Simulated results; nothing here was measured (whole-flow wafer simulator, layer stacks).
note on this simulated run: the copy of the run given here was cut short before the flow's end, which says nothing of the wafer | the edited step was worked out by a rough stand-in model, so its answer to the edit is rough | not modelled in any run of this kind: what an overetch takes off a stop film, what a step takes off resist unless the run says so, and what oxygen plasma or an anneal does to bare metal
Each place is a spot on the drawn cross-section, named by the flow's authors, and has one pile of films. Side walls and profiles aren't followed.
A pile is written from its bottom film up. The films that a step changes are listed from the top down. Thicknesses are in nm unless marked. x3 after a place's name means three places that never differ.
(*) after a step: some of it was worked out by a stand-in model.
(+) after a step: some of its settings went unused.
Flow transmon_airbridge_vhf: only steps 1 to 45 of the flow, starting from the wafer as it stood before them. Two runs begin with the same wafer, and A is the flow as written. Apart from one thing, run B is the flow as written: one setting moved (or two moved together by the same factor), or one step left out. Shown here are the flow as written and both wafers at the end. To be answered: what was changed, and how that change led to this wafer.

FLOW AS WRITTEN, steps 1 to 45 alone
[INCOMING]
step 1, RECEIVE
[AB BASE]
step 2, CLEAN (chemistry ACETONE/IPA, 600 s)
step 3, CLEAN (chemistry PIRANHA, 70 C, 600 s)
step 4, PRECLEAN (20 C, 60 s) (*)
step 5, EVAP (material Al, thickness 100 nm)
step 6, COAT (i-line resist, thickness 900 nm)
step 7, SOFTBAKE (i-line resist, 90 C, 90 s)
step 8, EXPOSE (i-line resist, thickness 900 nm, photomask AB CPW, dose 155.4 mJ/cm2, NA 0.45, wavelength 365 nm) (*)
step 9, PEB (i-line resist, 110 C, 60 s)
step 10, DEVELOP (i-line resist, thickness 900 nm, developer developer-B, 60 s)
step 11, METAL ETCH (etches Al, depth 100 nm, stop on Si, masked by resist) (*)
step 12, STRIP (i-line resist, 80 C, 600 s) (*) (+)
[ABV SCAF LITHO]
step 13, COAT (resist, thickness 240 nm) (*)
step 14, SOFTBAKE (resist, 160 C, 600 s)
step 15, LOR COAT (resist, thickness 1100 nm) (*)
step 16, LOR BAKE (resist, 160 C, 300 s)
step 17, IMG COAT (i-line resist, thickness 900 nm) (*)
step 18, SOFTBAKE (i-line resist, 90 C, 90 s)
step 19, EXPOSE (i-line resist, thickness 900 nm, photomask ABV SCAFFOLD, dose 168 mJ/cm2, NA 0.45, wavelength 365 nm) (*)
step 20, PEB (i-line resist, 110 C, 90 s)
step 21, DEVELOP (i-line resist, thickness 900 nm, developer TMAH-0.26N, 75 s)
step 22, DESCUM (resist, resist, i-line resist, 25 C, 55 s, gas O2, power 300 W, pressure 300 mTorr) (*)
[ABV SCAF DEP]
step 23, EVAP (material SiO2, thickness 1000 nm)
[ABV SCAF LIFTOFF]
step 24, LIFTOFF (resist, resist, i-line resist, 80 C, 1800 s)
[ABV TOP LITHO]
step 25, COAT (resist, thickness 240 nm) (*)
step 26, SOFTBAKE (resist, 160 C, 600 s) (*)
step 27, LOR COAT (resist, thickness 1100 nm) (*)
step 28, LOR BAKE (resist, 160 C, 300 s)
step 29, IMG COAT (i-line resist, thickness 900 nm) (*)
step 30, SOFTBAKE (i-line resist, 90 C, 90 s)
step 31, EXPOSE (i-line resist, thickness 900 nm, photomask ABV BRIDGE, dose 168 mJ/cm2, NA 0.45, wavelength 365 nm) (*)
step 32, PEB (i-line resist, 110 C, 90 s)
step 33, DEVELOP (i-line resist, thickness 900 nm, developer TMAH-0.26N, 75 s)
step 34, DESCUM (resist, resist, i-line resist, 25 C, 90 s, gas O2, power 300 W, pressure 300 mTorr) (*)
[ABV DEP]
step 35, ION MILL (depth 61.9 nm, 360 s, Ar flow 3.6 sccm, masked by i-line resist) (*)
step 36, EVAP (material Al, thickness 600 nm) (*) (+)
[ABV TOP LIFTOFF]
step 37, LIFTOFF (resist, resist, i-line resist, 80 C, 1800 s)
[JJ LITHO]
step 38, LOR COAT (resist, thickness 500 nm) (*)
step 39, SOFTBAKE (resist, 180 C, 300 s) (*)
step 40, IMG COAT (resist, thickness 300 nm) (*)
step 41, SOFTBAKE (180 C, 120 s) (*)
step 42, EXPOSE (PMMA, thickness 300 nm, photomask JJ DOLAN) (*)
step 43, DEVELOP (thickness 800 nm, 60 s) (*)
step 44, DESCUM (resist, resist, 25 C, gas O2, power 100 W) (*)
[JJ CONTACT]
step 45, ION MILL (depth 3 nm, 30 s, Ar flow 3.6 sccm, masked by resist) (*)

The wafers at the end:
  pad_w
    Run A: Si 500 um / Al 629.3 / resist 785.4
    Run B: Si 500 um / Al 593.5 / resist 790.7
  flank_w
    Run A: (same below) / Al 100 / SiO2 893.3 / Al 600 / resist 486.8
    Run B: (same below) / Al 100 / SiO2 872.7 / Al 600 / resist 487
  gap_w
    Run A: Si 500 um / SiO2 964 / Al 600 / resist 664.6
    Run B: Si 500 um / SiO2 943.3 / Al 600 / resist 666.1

What caused this: step 35, ION MILL: depth 97.5 nm was run, though the flow has depth 61.9 nm; step 35, ION MILL: 567 s was run, where the flow has 360 s.

Step by step, how the change led to this:
  step 35, ION MILL (depth 61.9 nm, 360 s, Ar flow 3.6 sccm, masked by i-line resist) (*)
      field x3, jj_line, ground_far, trace_open_s x2, margin_s, margin_n: A i-line resist loses 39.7 | B i-line resist loses 62.6
      flank_w, gap_w, cpw_trace, gap_e, flank_e, bridge_strip: A SiO2 loses 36 | B SiO2 loses 56.7
      (also at 2 further places)
  step 37, LIFTOFF (resist, resist, i-line resist, 80 C, 1800 s)
      field x3, jj_line, trace_open_s x2: A Al loses 600 (all of it), i-line resist loses 600 (all of it), resist loses 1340 (all of it) | B Al loses 600 (all of it), i-line resist loses 577.1 (all of it), resist loses 1340 (all of it)
      margin_s, margin_n: A Al loses 600 (all of it), i-line resist loses 318.3 (all of it), resist loses 992 (all of it) | B Al loses 600 (all of it), i-line resist loses 295.4 (all of it), resist loses 992 (all of it)
      (also at 1 further place)
